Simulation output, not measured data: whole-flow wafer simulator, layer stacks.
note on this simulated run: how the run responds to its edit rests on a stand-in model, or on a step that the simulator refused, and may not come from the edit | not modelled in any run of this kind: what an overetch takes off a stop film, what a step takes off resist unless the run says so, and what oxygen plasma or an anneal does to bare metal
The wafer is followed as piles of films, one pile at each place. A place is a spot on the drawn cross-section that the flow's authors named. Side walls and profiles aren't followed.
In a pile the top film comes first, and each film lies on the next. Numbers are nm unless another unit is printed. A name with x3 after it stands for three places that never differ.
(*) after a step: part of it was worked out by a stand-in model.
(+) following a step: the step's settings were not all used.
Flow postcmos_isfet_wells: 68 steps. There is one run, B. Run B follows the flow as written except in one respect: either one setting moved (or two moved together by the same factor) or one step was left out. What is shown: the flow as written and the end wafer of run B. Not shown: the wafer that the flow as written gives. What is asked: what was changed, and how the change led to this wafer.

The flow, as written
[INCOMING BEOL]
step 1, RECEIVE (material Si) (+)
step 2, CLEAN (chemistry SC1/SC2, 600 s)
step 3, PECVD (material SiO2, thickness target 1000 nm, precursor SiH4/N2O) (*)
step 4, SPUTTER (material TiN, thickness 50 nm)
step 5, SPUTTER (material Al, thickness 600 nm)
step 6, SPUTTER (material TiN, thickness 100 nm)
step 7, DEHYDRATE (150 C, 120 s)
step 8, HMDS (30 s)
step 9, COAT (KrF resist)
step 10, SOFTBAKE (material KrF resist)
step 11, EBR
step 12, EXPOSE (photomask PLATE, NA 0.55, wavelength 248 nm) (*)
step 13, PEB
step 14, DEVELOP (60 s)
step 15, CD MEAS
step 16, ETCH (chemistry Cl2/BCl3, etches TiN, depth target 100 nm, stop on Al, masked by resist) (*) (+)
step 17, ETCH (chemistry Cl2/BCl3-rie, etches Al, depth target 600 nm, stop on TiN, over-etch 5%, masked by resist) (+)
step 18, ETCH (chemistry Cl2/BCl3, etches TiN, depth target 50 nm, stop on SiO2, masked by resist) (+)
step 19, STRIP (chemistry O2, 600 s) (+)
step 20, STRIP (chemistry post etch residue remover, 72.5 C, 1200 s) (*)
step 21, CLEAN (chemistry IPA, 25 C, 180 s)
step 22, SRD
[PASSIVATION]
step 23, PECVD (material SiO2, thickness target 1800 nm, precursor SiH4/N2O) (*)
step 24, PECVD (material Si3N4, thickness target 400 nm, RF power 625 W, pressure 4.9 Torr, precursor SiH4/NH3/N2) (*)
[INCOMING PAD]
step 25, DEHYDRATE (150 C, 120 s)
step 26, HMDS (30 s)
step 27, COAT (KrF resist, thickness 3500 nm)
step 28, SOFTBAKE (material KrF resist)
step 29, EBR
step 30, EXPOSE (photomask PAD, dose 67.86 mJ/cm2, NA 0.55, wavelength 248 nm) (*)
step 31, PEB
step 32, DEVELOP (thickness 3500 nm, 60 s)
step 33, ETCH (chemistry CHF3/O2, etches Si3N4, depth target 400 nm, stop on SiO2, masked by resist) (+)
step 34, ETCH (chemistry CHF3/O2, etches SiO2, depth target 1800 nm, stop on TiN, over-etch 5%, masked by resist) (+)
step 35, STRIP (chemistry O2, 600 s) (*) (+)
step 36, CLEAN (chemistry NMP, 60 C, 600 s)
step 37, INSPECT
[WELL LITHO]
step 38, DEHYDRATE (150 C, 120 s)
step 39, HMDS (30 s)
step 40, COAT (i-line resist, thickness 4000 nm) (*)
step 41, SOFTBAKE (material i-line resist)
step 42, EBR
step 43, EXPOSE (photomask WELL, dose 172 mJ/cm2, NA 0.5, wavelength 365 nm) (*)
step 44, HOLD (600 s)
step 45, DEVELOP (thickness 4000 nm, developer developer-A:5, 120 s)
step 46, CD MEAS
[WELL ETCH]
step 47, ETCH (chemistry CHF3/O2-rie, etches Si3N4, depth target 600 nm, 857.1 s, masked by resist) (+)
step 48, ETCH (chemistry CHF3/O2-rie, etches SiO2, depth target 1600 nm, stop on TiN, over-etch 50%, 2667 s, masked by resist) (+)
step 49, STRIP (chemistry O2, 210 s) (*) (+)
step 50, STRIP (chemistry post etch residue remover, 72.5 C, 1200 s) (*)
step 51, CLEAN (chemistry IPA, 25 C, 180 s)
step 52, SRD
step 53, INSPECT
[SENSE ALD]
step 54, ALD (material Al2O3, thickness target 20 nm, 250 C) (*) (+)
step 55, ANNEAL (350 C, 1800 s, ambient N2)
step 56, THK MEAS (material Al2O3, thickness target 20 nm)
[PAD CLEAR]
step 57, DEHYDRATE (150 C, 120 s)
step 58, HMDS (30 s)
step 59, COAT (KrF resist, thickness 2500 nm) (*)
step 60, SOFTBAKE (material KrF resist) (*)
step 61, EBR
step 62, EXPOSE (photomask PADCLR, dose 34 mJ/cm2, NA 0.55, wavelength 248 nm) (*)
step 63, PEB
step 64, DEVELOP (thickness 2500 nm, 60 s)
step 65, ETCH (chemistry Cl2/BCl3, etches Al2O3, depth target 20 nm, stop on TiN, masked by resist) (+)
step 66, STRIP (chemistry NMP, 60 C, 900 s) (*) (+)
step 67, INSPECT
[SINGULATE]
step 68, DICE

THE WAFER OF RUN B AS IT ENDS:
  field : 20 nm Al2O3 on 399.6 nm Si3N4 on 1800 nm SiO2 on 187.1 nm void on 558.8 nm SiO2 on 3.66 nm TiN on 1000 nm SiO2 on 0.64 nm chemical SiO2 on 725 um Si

The reason: step 18, ETCH: depth target 45.92 nm was run, though the flow has depth target 50 nm.

The path from the change to this, step by step:
  step 18, ETCH (chemistry Cl2/BCl3, etches TiN, depth target 50 nm, stop on SiO2, masked by resist) (+)
      field: -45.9 TiN (in the flow as written it would be: -50 TiN (all of it))
      margin, well900, well1300 x3, pad_rim, pad_clr, pad_open: -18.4 KrF resist (in the flow as written it would be: -20 KrF resist)
  step 23, PECVD (material SiO2, thickness target 1800 nm, precursor SiH4/N2O) (*)
      field: +1800 SiO2 (new film), +187.1 void (new film), +558.8 SiO2 (new film) (in the flow as written it would be: +1800 SiO2 (new film), +189.9 void (new film), +559.7 SiO2)
With metal films that touch counted as one body, field has 1 body; the flow as written gives 0 bodies.
